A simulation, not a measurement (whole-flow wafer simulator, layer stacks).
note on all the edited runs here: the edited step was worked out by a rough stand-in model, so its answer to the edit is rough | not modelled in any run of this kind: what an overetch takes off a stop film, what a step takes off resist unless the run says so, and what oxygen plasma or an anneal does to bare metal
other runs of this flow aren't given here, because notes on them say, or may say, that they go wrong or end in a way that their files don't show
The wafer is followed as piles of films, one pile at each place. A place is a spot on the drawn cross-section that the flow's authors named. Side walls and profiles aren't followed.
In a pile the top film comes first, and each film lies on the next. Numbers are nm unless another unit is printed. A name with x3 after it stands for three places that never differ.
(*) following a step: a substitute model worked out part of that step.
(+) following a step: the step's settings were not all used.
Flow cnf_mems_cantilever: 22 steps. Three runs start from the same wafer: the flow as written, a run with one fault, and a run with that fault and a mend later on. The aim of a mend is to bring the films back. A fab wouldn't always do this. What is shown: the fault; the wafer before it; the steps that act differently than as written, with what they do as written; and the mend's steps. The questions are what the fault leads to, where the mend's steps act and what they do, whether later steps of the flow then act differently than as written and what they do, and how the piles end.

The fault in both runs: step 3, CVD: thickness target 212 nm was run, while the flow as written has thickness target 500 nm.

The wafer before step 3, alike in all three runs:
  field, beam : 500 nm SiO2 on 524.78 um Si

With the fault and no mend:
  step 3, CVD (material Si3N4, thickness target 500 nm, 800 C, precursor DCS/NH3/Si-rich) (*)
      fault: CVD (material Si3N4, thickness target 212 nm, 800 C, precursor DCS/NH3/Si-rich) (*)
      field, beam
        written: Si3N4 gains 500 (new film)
        fault: Si3N4 gains 212 (new film)
  Steps later in the flow that act otherwise than as written:
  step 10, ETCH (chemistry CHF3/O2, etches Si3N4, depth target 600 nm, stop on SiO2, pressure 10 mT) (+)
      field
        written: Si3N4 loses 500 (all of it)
        fault: Si3N4 loses 212 (all of it)
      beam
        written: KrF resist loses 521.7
        fault: KrF resist loses 276.5
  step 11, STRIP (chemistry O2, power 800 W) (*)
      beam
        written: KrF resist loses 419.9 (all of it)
        fault: KrF resist loses 665.1 (all of it)
  At beam, the piles at the end differ from the flow's by more than 2% or 0.5 nm, whichever is larger.
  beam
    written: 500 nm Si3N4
    fault: 212 nm Si3N4

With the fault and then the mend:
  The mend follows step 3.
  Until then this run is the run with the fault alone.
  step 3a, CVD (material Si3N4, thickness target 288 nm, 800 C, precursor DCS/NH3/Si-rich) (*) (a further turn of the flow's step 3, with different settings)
      field, beam
        Si3N4 gains 288
  Later steps of the flow that are run all act as written at every place that is followed.
  At every place that both follow, the piles at the end match the flow's.
